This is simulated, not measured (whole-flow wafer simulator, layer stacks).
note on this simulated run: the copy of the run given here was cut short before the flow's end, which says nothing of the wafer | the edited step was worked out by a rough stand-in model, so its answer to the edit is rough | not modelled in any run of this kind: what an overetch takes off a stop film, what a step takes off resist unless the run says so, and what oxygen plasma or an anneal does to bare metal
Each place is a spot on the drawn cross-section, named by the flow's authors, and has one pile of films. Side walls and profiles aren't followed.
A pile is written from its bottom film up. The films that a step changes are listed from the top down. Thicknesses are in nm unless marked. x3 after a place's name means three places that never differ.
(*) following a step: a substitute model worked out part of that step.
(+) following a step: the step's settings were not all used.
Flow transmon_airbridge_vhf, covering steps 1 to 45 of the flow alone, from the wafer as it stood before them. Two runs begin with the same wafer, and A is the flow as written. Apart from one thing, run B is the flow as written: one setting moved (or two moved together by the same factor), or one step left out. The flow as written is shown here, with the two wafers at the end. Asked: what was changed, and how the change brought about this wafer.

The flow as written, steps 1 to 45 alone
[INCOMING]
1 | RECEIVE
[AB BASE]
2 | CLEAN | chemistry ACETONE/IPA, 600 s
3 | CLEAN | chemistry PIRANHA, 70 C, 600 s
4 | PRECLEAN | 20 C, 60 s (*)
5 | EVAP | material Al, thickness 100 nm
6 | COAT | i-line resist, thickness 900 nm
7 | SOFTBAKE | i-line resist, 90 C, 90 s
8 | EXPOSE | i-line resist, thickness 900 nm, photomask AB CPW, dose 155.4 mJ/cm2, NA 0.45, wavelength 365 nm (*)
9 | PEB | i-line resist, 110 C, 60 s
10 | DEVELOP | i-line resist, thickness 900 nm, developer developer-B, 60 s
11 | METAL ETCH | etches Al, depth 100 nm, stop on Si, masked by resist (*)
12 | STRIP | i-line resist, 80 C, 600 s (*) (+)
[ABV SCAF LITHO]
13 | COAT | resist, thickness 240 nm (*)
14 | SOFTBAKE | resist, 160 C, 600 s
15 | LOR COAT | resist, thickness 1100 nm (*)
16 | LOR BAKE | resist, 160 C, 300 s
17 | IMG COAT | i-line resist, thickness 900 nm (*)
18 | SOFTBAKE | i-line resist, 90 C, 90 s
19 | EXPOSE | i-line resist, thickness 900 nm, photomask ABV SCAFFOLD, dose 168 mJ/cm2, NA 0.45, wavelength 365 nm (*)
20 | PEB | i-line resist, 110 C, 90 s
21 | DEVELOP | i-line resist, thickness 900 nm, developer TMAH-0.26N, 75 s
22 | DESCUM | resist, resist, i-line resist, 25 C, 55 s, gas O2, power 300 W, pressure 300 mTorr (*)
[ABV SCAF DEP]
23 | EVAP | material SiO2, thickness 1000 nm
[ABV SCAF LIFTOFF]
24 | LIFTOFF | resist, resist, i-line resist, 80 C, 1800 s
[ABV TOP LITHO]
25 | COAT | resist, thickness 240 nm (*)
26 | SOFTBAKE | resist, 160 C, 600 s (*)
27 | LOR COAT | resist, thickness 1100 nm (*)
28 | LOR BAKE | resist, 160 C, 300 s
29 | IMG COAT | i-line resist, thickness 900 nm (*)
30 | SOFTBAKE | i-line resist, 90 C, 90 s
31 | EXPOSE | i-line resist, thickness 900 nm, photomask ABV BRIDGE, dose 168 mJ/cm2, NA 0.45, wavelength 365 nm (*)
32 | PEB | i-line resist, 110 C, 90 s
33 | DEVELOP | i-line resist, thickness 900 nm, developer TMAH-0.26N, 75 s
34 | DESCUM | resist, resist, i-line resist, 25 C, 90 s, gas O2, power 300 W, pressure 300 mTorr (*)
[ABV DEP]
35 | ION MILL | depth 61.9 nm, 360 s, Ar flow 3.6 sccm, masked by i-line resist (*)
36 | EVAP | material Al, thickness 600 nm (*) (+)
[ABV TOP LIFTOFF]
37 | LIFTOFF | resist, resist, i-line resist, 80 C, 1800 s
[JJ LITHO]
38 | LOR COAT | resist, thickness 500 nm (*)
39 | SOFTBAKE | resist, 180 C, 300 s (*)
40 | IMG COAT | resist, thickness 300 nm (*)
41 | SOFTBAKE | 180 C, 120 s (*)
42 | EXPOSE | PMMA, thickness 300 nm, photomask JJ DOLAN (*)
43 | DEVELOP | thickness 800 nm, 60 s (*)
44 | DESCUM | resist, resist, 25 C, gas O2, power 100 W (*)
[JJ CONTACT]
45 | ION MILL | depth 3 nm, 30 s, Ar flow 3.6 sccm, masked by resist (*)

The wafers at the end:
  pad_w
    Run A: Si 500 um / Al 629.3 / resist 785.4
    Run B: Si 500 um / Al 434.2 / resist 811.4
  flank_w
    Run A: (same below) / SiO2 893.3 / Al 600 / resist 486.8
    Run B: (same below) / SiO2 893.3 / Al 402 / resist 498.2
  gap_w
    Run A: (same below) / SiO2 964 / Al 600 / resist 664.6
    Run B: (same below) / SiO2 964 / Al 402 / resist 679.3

The reason: step 36, EVAP: thickness 402 nm was run, while the flow as written has thickness 600 nm.
The wafer itself shows it: flank_w has Al 402, and step 36 as written asks for 600 nm.

How this came from the change, step by step:
  36 | EVAP | material Al, thickness 600 nm (*) (+)
      field x3, jj_line, ground_far and 10 more: A +600 Al (new film) | B +402 Al (new film)
      pad_w, pad_e: A +591.2 Al | B +396.1 Al
  37 | LIFTOFF | resist, resist, i-line resist, 80 C, 1800 s
      field x3, jj_line, trace_open_s x2: A -600 Al (all of it), -600 i-line resist (all of it), -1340 resist (all of it) | B -402 Al (all of it), -600 i-line resist (all of it), -1340 resist (all of it)
      margin_s, margin_n: A -600 Al (all of it), -318.3 i-line resist (all of it), -992 resist (all of it) | B -402 Al (all of it), -318.3 i-line resist (all of it), -992 resist (all of it)
      (and at 1 other place as well)
  38 | LOR COAT | resist, thickness 500 nm (*)
      pad_w, pad_e: A +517 resist (new film) | B +534.2 resist (new film)
      margin_s, margin_n: A +445.3 resist (new film) | B +427.8 resist (new film)
      (and at 1 other place as well)
  40 | IMG COAT | resist, thickness 300 nm (*)
      pad_w, pad_e: A +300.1 resist | B +309 resist
      flank_w, flank_e: A +212.1 resist | B +218.8 resist
      (and at 4 other places as well)
